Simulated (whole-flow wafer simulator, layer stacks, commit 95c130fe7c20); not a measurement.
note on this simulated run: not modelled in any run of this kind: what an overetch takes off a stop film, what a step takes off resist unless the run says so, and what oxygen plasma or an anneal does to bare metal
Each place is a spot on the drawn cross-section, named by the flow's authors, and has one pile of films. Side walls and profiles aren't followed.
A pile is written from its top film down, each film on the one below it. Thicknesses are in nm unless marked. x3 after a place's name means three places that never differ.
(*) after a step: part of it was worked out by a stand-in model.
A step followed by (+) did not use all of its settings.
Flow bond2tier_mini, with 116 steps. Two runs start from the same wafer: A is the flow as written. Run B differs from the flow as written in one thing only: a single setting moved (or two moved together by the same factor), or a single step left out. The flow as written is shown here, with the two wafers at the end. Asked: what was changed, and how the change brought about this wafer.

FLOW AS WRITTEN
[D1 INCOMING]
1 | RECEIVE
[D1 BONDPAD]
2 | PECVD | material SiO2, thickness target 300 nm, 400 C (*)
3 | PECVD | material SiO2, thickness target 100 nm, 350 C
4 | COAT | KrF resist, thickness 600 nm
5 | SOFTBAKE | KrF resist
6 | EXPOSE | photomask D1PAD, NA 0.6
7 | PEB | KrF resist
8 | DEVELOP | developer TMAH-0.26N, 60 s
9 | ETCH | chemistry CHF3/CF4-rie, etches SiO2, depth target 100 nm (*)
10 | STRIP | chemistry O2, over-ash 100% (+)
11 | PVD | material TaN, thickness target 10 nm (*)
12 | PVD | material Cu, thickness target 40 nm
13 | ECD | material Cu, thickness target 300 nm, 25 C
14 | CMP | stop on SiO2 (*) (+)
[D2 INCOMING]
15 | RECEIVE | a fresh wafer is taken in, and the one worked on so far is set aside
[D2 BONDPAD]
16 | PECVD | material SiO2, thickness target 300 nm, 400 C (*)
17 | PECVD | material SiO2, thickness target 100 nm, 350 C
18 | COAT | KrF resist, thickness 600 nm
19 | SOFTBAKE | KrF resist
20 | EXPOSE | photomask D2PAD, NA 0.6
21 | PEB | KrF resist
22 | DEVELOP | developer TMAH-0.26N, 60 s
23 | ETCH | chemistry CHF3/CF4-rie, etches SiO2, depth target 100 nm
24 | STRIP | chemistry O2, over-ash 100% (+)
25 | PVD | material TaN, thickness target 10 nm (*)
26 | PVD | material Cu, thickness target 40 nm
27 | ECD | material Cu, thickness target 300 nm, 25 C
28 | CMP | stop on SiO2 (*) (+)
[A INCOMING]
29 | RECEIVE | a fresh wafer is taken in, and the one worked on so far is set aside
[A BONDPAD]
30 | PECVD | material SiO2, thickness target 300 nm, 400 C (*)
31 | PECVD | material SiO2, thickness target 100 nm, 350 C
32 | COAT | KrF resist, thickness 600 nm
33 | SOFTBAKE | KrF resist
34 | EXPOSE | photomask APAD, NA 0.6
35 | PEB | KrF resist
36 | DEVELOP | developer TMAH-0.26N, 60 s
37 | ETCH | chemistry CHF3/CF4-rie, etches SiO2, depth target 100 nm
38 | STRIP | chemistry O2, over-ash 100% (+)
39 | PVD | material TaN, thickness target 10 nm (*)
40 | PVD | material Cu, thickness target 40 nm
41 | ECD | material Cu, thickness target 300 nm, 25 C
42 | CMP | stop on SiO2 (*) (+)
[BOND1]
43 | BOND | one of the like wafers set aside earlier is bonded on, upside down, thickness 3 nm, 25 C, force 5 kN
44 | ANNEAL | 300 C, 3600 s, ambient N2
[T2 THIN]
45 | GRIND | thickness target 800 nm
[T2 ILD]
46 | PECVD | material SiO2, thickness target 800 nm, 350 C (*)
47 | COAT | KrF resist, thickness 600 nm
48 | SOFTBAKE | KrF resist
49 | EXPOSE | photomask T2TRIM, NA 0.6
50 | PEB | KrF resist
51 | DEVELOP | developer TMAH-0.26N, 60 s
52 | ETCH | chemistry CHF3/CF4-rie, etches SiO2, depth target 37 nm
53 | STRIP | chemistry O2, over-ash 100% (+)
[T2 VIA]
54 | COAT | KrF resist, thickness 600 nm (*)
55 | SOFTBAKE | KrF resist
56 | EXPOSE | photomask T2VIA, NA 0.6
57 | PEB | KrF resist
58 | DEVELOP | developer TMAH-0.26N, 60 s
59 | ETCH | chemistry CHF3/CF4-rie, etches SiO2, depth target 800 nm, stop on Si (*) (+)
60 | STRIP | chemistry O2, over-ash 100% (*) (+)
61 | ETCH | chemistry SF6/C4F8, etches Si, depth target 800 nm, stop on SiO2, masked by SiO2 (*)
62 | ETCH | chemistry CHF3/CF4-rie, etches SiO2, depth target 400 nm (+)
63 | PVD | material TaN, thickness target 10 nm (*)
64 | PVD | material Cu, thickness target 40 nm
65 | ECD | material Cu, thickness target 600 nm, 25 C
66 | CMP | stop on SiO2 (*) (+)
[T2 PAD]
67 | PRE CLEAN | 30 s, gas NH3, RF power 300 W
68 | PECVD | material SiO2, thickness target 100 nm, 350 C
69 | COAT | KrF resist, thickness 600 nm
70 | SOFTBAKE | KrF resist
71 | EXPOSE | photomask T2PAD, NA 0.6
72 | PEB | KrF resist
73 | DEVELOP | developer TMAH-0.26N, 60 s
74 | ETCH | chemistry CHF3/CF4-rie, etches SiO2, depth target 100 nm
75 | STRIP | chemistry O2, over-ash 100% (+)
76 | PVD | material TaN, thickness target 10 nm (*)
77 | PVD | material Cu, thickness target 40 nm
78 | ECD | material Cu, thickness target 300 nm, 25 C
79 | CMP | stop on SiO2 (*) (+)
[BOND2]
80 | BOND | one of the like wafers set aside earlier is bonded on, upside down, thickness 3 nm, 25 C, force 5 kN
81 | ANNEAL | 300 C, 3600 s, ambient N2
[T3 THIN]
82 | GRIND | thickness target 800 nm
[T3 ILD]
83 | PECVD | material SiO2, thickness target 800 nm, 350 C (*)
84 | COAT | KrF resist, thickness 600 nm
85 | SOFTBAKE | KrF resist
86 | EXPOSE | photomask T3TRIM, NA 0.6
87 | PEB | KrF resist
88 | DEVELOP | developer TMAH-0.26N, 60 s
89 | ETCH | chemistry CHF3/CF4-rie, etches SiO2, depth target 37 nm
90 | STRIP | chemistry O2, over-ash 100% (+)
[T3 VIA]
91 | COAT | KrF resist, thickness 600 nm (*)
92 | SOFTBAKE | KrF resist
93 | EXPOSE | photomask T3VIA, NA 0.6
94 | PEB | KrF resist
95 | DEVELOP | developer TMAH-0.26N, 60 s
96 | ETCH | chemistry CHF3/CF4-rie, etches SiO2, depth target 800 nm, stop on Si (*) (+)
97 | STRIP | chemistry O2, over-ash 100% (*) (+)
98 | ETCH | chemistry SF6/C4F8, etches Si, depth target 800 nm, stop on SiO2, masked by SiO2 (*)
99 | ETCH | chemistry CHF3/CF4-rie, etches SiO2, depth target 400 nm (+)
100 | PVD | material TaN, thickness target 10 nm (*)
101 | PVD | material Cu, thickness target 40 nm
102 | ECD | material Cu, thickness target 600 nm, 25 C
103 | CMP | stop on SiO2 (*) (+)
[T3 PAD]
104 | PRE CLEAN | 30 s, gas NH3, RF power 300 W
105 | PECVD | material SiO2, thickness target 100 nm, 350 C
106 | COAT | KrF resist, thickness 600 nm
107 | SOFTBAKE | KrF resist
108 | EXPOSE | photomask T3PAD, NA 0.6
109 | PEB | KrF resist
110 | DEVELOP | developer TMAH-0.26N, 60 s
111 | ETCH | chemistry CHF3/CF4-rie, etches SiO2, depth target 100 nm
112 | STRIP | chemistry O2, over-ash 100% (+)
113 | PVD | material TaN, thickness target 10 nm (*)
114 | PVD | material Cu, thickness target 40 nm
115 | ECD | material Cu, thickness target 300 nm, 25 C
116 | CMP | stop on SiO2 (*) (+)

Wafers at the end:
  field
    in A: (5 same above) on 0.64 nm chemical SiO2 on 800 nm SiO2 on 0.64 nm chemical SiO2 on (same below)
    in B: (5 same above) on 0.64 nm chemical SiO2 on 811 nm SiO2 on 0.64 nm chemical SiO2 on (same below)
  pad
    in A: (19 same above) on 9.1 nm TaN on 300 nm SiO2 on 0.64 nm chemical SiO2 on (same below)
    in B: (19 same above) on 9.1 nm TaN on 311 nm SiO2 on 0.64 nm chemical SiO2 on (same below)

Cause: step 31, PECVD: thickness target 111 nm was run, though the flow has thickness target 100 nm.

How this came from the change, step by step:
  31 | PECVD | material SiO2, thickness target 100 nm, 350 C
      field, pad, via: A SiO2 gains 100 | B SiO2 gains 111
